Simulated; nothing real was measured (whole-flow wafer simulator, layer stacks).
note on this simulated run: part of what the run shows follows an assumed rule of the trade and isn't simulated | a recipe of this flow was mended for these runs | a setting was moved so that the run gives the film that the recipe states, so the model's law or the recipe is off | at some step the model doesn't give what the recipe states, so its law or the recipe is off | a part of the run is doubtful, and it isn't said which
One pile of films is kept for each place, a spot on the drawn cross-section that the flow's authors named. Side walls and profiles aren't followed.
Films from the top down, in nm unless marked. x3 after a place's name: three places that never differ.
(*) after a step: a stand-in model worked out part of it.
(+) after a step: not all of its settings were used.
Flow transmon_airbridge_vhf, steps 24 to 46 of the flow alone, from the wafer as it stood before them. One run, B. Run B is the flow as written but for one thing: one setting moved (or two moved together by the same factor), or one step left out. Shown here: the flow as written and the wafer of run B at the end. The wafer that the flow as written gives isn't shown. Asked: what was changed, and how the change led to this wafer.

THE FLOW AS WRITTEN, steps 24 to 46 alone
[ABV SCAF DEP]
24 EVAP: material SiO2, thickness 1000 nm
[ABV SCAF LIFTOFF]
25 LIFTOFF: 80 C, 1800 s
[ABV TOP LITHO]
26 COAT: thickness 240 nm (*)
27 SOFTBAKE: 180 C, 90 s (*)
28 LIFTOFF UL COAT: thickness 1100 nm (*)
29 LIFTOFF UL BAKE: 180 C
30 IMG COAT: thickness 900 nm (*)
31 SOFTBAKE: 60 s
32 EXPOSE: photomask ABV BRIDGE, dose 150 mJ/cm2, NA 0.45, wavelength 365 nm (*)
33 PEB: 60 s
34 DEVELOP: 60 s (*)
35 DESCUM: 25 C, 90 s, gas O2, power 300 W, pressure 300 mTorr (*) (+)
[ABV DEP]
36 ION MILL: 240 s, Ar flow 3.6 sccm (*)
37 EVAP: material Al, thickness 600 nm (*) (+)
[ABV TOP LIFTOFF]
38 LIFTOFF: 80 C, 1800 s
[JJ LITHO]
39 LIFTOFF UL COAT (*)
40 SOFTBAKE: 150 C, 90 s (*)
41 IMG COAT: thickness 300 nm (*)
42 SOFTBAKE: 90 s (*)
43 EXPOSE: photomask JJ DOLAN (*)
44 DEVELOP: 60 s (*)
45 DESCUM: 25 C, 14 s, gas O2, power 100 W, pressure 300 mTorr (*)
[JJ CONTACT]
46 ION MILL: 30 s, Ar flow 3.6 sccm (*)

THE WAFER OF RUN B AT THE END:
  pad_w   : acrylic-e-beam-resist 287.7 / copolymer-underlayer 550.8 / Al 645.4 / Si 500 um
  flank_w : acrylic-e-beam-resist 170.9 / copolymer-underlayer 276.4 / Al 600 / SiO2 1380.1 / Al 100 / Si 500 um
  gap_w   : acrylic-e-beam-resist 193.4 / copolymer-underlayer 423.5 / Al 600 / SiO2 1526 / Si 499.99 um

The cause: step 24, EVAP: thickness 1550 nm was run, where the flow has thickness 1000 nm.

How the change led to this, step by step:
  24 EVAP: material SiO2, thickness 1000 nm
      field x3, jj_line, ground_far and 10 more: SiO2 +1550 (new film) (as written it would be: SiO2 +1000 (new film))
      flank_w, flank_e: SiO2 +1404 (new film) (as written it would be: SiO2 +905.8 (new film))
  25 LIFTOFF: 80 C, 1800 s
      field x3, jj_line, trace_open_s x2: SiO2 -1550 (all of it), i-line-resist -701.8 (all of it), lift-off-underlayer -1100 (all of it), acrylic-e-beam-resist -240 (all of it) (as written it would be: SiO2 -1000 (all of it), i-line-resist -701.8 (all of it), lift-off-underlayer -1100 (all of it), acrylic-e-beam-resist -240 (all of it))
      pad_w, pad_e: SiO2 -1550 (all of it), i-line-resist -696.3 (all of it), lift-off-underlayer -1089.9 (all of it), acrylic-e-beam-resist -239.3 (all of it) (as written it would be: SiO2 -1000 (all of it), i-line-resist -696.3 (all of it), lift-off-underlayer -1089.9 (all of it), acrylic-e-beam-resist -239.3 (all of it))
      (and at 1 more place)
  26 COAT: thickness 240 nm (*)
      flank_w, flank_e: acrylic-e-beam-resist +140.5 (new film) (as written it would be: acrylic-e-beam-resist +155.2 (new film))
      gap_w, gap_e: acrylic-e-beam-resist +187.9 (new film) (as written it would be: acrylic-e-beam-resist +211.2 (new film))
      (and at 6 more places)
  28 LIFTOFF UL COAT: thickness 1100 nm (*)
      gap_w, gap_e: lift-off-underlayer +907 (new film) (as written it would be: lift-off-underlayer +979.6 (new film))
      margin_s, margin_n: lift-off-underlayer +707.1 (new film) (as written it would be: lift-off-underlayer +823.4 (new film))
      (and at 6 more places)
  30 IMG COAT: thickness 900 nm (*)
      gap_w, gap_e: i-line-resist +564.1 (new film) (as written it would be: i-line-resist +685.3 (new film))
      margin_s, margin_n: i-line-resist +432 (new film) (as written it would be: i-line-resist +603.2 (new film))
      (and at 7 more places)
  33 PEB: 60 s
      flank_w, flank_e: i-line-resist -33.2 (as written it would be: i-line-resist -38.8)
      gap_w, gap_e: i-line-resist -28.7 (as written it would be: i-line-resist -35)
      (and at 7 more places)
  34 DEVELOP: 60 s (*)
      gap_w, gap_e: i-line-resist -535.4 (all of it), lift-off-underlayer -907 (all of it) (as written it would be: i-line-resist -650.2 (all of it), lift-off-underlayer -979.6 (all of it))
      pad_w: i-line-resist -983.7 (all of it), lift-off-underlayer -1330.7 (all of it) (as written it would be: i-line-resist -937.3 (all of it), lift-off-underlayer -1246.2 (all of it))
      (and at 5 more places)
  35 DESCUM: 25 C, 90 s, gas O2, power 300 W, pressure 300 mTorr (*) (+)
      field x3, jj_line, ground_far, trace_open_s x2, margin_s, margin_n: i-line-resist -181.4 (as written it would be: i-line-resist -167.2)
      flank_w, flank_e: acrylic-e-beam-resist -140.5 (all of it) (as written it would be: acrylic-e-beam-resist -155.2 (all of it))
      (and at 6 more places)
  38 LIFTOFF: 80 C, 1800 s
      field x3, jj_line, trace_open_s x2: Al -600 (all of it), i-line-resist -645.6 (all of it), lift-off-underlayer -1100 (all of it), acrylic-e-beam-resist -240 (all of it) (as written it would be: Al -600 (all of it), i-line-resist -659.8 (all of it), lift-off-underlayer -1100 (all of it), acrylic-e-beam-resist -240 (all of it))
      margin_s, margin_n: Al -600 (all of it), i-line-resist -202 (all of it), lift-off-underlayer -707.1 (all of it), acrylic-e-beam-resist -138.5 (all of it) (as written it would be: Al -600 (all of it), i-line-resist -378.2 (all of it), lift-off-underlayer -823.4 (all of it), acrylic-e-beam-resist -168.6 (all of it))
      (and at 1 more place)
  39 LIFTOFF UL COAT (*)
      pad_w, pad_e: copolymer-underlayer +550.8 (new film) (as written it would be: copolymer-underlayer +513.6 (new film))
      flank_w, flank_e: copolymer-underlayer +276.4 (new film) (as written it would be: copolymer-underlayer +308 (new film))
      (and at 6 more places)
  41 IMG COAT: thickness 300 nm (*)
      pad_w, pad_e: acrylic-e-beam-resist +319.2 (new film) (as written it would be: acrylic-e-beam-resist +300.2 (new film))
      flank_w, flank_e: acrylic-e-beam-resist +202.4 (new film) (as written it would be: acrylic-e-beam-resist +217.1 (new film))
      (and at 6 more places)
